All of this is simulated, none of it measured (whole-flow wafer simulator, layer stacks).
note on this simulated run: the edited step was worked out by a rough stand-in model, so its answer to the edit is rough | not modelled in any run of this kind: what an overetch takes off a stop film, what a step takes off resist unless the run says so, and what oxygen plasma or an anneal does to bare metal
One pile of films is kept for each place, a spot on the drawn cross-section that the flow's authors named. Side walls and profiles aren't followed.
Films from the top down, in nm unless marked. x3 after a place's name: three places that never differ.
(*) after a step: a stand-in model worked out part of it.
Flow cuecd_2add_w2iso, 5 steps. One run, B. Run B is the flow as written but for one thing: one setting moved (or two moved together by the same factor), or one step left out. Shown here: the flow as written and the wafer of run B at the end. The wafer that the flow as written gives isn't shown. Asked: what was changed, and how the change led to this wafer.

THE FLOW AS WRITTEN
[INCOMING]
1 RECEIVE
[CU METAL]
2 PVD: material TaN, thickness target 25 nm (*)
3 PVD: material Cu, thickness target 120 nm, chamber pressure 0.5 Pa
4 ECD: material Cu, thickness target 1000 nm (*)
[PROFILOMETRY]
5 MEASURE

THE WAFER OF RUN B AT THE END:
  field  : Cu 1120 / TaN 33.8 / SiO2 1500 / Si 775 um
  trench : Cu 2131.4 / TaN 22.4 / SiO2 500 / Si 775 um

The cause: step 2, PVD: thickness target 33.8 nm was run, where the flow has thickness target 25 nm.
It can be read off the wafer: field has TaN 33.8, and step 2 as written asks for 25 nm.

How the change led to this, step by step:
  2 PVD: material TaN, thickness target 25 nm (*)
      field: TaN +33.8 (new film) (as written it would be: TaN +25 (new film))
      trench: TaN +22.4 (new film) (as written it would be: TaN +16.6 (new film))
